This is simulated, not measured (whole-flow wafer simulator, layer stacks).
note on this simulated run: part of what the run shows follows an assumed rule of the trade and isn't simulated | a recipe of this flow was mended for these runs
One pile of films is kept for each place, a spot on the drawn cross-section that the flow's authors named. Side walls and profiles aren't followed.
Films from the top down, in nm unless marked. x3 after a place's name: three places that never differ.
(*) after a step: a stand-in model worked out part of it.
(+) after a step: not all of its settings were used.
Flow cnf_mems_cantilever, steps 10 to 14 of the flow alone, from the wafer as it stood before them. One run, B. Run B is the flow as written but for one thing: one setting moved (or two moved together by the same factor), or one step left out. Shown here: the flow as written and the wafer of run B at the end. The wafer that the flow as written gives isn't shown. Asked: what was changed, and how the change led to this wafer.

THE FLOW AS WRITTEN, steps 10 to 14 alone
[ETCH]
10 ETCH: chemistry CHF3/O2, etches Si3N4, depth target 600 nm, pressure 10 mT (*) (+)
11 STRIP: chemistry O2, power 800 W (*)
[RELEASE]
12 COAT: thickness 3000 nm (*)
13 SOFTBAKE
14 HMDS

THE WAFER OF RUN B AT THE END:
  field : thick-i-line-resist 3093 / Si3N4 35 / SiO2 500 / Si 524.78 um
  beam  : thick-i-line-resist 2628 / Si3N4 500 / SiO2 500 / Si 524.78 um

The cause: step 10, ETCH: depth target 465 nm was run, where the flow has depth target 600 nm.

How the change led to this, step by step:
  10 ETCH: chemistry CHF3/O2, etches Si3N4, depth target 600 nm, pressure 10 mT (*) (+)
      field: Si3N4 -465 (as written it would be: Si3N4 -500 (all of it), SiO2 -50)
      beam: KrF-resist -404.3 (as written it would be: KrF-resist -521.7)
  11 STRIP: chemistry O2, power 800 W (*)
      beam: KrF-resist -578.3 (all of it) (as written it would be: KrF-resist -460.9 (all of it))
  12 COAT: thickness 3000 nm (*)
      beam: thick-i-line-resist +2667 (new film) (as written it would be: thick-i-line-resist +2607.6 (new film))
  13 SOFTBAKE
      field: thick-i-line-resist +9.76 (as written it would be: thick-i-line-resist +11.9)
      beam: thick-i-line-resist -39 (as written it would be: thick-i-line-resist -47.6)
